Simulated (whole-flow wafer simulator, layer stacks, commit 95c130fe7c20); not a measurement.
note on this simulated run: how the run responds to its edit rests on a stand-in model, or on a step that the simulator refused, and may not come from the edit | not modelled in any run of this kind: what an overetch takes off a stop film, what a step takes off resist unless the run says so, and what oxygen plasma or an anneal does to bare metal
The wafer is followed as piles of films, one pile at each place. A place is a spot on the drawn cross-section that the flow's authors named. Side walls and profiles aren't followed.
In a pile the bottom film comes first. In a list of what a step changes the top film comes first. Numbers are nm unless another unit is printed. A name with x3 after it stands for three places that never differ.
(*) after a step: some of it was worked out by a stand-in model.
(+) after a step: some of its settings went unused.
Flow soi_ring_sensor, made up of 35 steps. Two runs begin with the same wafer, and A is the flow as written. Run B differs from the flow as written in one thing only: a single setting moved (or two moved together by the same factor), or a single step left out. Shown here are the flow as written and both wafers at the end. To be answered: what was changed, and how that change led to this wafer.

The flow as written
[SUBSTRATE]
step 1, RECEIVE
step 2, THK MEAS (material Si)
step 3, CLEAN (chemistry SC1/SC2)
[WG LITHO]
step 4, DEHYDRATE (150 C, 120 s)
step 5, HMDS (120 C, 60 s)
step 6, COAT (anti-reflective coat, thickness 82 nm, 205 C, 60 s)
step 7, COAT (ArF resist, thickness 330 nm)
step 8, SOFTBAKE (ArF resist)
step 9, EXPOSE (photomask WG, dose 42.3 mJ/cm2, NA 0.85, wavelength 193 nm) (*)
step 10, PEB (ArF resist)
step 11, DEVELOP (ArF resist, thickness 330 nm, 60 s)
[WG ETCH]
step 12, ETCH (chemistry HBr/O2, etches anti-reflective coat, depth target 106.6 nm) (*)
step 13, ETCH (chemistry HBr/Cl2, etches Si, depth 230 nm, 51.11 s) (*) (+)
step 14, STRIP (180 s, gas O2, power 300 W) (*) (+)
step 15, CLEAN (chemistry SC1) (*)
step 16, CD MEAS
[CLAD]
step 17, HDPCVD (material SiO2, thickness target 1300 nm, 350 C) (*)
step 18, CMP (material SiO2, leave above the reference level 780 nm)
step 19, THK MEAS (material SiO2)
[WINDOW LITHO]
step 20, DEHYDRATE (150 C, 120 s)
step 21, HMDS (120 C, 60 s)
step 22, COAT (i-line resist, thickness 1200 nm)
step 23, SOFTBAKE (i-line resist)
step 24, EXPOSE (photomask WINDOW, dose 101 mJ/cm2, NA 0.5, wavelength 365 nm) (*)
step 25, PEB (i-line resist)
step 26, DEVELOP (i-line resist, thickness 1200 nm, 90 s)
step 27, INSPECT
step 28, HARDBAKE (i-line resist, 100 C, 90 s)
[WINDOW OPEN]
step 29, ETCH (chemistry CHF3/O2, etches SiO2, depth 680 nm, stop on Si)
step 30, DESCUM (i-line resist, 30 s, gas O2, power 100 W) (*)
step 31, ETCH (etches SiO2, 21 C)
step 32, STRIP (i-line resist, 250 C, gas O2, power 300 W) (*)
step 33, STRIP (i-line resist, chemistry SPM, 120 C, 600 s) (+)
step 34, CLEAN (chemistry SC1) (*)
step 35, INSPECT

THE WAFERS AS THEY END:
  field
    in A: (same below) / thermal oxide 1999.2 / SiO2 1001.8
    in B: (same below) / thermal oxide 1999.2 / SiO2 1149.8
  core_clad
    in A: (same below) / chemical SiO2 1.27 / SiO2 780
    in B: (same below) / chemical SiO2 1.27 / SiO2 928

What caused this: step 18, CMP: leave above the reference level 928 nm was run, whereas the flow has leave above the reference level 780 nm.
One can read it off the wafer: core_clad has SiO2 928, and step 18 as written asks for 780 nm.

How this came from the change, step by step:
  step 18, CMP (material SiO2, leave above the reference level 780 nm)
      gap, window, field, gap_clad: A -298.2 SiO2 | B -150.2 SiO2
      core, core_clad: A -520 SiO2 | B -372 SiO2
  step 31, ETCH (etches SiO2, 21 C)
      core: A -100 SiO2 (all of it), -1.27 chemical SiO2 (all of it) | B -248 SiO2 (all of it), -1.27 chemical SiO2 (all of it)
